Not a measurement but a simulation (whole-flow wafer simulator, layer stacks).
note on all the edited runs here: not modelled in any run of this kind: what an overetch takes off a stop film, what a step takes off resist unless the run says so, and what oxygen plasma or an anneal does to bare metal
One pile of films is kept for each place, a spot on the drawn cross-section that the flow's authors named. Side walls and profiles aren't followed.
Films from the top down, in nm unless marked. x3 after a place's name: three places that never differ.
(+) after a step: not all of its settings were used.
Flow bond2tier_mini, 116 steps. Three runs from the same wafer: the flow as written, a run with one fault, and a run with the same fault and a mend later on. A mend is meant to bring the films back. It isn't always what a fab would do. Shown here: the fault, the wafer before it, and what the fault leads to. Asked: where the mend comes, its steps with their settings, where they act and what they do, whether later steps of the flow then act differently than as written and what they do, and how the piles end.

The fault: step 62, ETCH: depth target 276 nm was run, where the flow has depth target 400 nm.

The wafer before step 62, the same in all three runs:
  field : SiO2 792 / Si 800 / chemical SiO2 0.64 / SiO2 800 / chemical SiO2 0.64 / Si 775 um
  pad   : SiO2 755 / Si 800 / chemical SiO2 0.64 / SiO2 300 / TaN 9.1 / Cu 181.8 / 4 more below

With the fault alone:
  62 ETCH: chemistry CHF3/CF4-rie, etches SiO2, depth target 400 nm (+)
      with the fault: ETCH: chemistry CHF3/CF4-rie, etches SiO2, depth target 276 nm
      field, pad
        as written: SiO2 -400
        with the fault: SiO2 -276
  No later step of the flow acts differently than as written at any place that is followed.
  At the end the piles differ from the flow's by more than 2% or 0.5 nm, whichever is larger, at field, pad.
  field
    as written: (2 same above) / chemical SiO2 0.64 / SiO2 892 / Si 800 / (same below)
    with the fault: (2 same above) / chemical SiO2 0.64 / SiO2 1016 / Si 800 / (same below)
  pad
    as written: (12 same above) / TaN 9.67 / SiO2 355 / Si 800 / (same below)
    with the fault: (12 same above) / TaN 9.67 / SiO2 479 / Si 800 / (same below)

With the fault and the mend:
  The mend comes after step 62.
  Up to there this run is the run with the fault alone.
  62a ETCH: chemistry CHF3/CF4-rie, etches SiO2, depth target 124 nm (+) (the flow's step 62 once more, with other settings)
      field, pad
        SiO2 -124
  No later step of the flow acts differently than as written at any place that is followed.
  At the end the piles are the same as the flow's at every place that both follow.
